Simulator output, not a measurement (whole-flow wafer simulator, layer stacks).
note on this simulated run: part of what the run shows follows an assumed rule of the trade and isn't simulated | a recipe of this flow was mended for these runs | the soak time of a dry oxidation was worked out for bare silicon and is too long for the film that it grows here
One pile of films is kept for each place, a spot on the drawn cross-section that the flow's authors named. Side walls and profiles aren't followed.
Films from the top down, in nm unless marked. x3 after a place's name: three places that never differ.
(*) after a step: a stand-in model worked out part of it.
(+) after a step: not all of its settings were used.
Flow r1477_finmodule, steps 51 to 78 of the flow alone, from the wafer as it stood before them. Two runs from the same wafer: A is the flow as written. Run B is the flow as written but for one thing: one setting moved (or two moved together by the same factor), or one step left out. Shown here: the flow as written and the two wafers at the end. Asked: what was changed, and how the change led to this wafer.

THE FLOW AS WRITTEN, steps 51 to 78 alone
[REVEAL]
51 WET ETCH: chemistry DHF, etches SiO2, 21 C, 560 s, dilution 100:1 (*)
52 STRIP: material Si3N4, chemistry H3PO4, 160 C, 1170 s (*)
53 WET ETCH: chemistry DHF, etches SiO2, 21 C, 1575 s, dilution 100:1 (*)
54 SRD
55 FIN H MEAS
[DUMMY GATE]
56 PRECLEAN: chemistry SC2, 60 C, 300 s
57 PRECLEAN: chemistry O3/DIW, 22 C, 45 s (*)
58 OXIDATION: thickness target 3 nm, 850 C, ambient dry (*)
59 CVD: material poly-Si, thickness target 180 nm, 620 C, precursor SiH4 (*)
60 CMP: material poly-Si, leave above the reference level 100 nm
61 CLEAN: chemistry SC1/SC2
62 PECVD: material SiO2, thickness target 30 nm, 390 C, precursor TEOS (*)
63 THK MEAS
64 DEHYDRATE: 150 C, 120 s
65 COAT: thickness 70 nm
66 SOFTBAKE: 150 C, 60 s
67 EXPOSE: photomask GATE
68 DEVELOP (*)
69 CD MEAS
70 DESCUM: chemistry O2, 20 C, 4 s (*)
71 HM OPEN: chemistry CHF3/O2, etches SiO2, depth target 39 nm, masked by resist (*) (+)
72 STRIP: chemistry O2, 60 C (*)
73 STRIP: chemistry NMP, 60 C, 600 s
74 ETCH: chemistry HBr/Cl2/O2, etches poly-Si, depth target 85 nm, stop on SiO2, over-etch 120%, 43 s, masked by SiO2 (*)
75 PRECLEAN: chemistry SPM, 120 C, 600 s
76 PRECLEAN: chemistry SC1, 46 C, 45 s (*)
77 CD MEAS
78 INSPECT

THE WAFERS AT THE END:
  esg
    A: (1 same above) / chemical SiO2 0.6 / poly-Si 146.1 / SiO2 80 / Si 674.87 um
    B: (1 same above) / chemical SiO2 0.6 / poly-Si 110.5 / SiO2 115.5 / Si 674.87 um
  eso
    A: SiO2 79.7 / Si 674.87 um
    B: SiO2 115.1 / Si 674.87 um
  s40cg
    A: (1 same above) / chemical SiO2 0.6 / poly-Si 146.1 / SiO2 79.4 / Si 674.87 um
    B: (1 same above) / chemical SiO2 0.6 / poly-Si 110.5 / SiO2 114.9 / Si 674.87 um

The cause: step 53, WET ETCH: 866.3 s was run, where the flow has 1575 s.

How the change led to this, step by step:
  53 WET ETCH: chemistry DHF, etches SiO2, 21 C, 1575 s, dilution 100:1 (*)
      esg, e40sg, e100sg and 17 more: A SiO2 -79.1 | B SiO2 -43.5
      pad, padg: A SiO2 -85.7 | B SiO2 -47.1
  59 CVD: material poly-Si, thickness target 180 nm, 620 C, precursor SiH4 (*)
      e100sg, s40sg, s50cg, e100so, s40so, s50co: A poly-Si +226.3 (new film) | B poly-Si +189 (new film)
      s40cg, s50sg, s40co, s50so: A poly-Si +226.3 (new film) | B poly-Si +189.7 (new film)
      (and at 10 more places)
  60 CMP: material poly-Si, leave above the reference level 100 nm
      e100sg, s40sg, s50cg, e100so, s40so, s50co: A poly-Si -80 | B poly-Si -78.3
      pad, padg: A poly-Si -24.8 | B poly-Si -63.3
  74 ETCH: chemistry HBr/Cl2/O2, etches poly-Si, depth target 85 nm, stop on SiO2, over-etch 120%, 43 s, masked by SiO2 (*)
      eso, e40so, e100so and 7 more: A chemical SiO2 -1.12 (all of it), poly-Si -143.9 (all of it), SiO2 -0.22 | B chemical SiO2 -1.12 (all of it), poly-Si -108.3 (all of it), SiO2 -0.39
      pad: A chemical SiO2 -1.12 (all of it), poly-Si -152.8 (all of it), SiO2 -0.17 | B chemical SiO2 -1.12 (all of it), poly-Si -114.3 (all of it), SiO2 -0.36
